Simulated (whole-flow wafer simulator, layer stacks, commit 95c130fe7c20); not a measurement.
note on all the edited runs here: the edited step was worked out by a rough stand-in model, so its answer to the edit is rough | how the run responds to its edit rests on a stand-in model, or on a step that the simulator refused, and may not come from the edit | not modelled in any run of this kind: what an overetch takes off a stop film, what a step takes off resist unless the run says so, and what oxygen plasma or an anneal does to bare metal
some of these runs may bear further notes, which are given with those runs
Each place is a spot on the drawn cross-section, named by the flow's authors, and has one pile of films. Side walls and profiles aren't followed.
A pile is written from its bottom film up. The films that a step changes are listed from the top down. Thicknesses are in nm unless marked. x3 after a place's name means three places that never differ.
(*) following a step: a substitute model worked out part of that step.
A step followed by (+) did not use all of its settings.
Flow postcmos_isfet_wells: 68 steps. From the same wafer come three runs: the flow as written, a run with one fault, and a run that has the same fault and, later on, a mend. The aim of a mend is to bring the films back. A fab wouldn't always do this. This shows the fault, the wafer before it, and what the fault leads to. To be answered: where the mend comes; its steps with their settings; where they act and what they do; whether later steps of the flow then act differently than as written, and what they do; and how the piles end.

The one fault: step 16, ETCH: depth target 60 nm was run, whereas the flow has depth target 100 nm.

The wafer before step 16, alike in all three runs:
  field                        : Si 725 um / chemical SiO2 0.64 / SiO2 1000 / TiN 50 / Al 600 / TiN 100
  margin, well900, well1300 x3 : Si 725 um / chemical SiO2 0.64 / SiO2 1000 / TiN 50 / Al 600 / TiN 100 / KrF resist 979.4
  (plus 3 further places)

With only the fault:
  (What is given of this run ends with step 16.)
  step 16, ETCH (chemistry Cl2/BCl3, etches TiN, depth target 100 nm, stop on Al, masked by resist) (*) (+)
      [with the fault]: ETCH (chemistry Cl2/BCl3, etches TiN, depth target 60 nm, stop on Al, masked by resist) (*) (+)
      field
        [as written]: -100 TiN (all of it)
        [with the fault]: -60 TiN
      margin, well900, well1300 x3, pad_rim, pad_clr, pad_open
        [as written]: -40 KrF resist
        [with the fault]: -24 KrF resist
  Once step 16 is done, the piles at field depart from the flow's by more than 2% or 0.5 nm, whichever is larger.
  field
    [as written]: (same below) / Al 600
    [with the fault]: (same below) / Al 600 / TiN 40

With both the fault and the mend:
  After step 16 comes the mend.
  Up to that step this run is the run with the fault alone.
  step 16a, ETCH (chemistry Cl2/BCl3, etches TiN, depth target 40 nm, stop on Al, masked by resist) (the flow's step 16 again, with other settings)
      margin, well900, well1300 x3, pad_rim, pad_clr, pad_open
        -16 KrF resist
      field
        -40 TiN (all of it)
  Every later step of the flow that is run acts as written at every place that is followed.
  The piles end the same as the flow's at every place that both follow.
